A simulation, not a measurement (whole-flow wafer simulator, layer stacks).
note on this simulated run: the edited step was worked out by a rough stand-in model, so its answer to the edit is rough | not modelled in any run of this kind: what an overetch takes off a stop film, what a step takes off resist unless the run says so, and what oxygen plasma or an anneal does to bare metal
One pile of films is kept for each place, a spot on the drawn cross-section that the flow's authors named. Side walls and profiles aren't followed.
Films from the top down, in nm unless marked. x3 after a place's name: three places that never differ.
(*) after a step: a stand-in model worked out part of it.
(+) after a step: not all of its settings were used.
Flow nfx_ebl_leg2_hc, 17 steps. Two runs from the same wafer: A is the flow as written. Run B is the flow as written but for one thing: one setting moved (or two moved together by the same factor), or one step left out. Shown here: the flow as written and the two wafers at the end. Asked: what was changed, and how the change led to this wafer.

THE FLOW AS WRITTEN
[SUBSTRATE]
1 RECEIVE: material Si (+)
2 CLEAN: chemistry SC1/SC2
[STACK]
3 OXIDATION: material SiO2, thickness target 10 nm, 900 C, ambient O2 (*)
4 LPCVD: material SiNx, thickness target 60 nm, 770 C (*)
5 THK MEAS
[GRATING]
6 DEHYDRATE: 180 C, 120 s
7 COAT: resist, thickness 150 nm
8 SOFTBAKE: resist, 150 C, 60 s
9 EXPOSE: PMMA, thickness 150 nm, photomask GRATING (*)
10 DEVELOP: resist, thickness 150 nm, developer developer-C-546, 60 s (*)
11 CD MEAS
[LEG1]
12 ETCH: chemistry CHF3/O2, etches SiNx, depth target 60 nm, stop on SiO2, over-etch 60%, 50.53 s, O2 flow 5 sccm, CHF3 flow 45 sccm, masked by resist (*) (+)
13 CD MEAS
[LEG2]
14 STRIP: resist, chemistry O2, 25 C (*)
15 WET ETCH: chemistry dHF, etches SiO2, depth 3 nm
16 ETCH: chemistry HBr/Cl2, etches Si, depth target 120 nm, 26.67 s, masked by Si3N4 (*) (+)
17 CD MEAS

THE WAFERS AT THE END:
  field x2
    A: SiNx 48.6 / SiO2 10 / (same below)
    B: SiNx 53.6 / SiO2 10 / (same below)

The cause: step 4, LPCVD: thickness target 65 nm was run, where the flow has thickness target 60 nm.

How the change led to this, step by step:
  4 LPCVD: material SiNx, thickness target 60 nm, 770 C (*)
      field x2, pad x2: A SiNx +60 (new film) | B SiNx +65 (new film)
  12 ETCH: chemistry CHF3/O2, etches SiNx, depth target 60 nm, stop on SiO2, over-etch 60%, 50.53 s, O2 flow 5 sccm, CHF3 flow 45 sccm, masked by resist (*) (+)
      pad x2: A SiNx -60 (all of it), SiO2 -10 (all of it) | B SiNx -65 (all of it), SiO2 -10 (all of it)
